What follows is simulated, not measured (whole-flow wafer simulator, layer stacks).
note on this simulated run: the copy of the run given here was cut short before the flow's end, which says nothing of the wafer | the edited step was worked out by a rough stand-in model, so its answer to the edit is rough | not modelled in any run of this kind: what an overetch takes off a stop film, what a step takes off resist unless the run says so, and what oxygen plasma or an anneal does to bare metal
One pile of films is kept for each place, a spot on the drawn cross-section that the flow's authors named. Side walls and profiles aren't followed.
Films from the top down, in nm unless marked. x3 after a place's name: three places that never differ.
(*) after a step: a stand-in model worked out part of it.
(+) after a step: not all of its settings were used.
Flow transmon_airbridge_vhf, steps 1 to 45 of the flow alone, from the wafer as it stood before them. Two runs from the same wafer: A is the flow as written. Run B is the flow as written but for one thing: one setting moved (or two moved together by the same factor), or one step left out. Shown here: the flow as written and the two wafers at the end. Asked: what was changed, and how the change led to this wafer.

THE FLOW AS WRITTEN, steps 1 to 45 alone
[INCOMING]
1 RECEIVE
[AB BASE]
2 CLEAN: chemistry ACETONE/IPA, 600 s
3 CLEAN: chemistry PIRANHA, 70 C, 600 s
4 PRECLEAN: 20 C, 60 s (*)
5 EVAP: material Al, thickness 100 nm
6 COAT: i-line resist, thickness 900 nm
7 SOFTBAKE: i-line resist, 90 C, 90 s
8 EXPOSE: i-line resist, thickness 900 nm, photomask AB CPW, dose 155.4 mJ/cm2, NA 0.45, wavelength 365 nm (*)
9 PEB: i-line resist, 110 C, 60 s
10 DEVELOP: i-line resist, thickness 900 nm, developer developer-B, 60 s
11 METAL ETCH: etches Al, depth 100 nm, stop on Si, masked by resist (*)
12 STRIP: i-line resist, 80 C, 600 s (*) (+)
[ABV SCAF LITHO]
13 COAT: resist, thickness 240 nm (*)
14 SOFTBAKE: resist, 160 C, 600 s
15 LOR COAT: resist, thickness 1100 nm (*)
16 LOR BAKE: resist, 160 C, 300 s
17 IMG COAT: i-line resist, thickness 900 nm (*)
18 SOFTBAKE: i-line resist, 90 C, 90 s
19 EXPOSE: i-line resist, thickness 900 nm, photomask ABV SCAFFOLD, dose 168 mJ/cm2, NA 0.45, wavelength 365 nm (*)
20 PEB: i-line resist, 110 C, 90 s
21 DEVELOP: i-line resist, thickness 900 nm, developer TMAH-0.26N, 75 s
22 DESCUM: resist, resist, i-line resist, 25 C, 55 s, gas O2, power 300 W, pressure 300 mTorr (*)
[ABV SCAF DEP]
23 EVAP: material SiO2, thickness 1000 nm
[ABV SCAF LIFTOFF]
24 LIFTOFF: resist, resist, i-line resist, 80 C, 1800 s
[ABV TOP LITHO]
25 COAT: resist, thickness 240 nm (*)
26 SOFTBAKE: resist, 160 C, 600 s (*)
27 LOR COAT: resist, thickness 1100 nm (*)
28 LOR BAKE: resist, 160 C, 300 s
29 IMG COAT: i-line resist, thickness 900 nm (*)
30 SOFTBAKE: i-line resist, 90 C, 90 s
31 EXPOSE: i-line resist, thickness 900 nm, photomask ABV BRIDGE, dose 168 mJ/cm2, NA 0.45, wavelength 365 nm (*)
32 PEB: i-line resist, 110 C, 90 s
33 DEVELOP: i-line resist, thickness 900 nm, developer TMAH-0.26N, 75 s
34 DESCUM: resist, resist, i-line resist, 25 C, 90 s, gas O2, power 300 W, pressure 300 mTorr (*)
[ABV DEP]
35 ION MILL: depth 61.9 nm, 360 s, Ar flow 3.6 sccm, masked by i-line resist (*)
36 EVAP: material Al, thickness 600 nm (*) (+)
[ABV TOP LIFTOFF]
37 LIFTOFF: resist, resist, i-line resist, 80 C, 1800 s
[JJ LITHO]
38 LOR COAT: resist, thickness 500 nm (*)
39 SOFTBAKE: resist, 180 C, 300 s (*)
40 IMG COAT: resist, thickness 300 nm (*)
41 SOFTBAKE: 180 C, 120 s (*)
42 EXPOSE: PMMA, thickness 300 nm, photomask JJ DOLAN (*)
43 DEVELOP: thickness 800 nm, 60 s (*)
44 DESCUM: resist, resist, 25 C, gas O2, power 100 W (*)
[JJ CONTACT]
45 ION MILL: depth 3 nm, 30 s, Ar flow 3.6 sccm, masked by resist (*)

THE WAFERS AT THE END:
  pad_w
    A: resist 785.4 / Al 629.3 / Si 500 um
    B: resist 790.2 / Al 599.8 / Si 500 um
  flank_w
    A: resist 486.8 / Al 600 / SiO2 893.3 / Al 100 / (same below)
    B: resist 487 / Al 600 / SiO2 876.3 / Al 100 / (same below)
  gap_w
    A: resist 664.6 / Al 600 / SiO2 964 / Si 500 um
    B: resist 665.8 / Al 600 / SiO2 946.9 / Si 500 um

The cause: step 35, ION MILL: depth 91.3 nm was run, where the flow has depth 61.9 nm; step 35, ION MILL: 531 s was run, where the flow has 360 s.

How the change led to this, step by step:
  35 ION MILL: depth 61.9 nm, 360 s, Ar flow 3.6 sccm, masked by i-line resist (*)
      field x3, jj_line, ground_far, trace_open_s x2, margin_s, margin_n: A i-line resist -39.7 | B i-line resist -58.6
      flank_w, gap_w, cpw_trace, gap_e, flank_e, bridge_strip: A SiO2 -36 | B SiO2 -53.1
      (and at 2 more places)
  37 LIFTOFF: resist, resist, i-line resist, 80 C, 1800 s
      field x3, jj_line, trace_open_s x2: A Al -600 (all of it), i-line resist -600 (all of it), resist -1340 (all of it) | B Al -600 (all of it), i-line resist -581.1 (all of it), resist -1340 (all of it)
      margin_s, margin_n: A Al -600 (all of it), i-line resist -318.3 (all of it), resist -992 (all of it) | B Al -600 (all of it), i-line resist -299.4 (all of it), resist -992 (all of it)
      (and at 1 more place)
